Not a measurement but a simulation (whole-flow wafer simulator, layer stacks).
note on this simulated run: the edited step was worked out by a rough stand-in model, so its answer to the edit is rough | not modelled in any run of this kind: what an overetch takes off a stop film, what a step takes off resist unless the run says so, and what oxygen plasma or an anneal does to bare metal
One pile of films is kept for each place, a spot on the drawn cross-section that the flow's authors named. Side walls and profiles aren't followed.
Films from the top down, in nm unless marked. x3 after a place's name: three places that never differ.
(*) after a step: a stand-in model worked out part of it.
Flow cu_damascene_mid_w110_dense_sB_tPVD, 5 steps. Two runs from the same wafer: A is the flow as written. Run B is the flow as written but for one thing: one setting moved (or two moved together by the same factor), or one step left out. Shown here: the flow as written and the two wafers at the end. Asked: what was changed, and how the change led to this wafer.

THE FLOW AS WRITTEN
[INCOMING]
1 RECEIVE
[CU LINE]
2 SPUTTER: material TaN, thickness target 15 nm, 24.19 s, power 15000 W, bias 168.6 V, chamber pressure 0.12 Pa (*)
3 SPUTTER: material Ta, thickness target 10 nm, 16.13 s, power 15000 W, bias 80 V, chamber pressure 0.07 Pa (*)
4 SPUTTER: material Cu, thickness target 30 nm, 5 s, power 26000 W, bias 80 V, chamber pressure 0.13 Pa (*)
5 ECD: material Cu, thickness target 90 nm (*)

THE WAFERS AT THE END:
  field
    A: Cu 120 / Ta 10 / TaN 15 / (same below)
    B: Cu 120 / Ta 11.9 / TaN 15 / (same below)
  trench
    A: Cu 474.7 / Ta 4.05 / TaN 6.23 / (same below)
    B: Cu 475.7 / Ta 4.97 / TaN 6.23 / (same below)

The cause: step 3, SPUTTER: power 17810 W was run, where the flow has power 15000 W.

How the change led to this, step by step:
  3 SPUTTER: material Ta, thickness target 10 nm, 16.13 s, power 15000 W, bias 80 V, chamber pressure 0.07 Pa (*)
      field: A Ta +10 (new film) | B Ta +11.9 (new film)
      trench: A Ta +4.05 (new film) | B Ta +4.97 (new film)
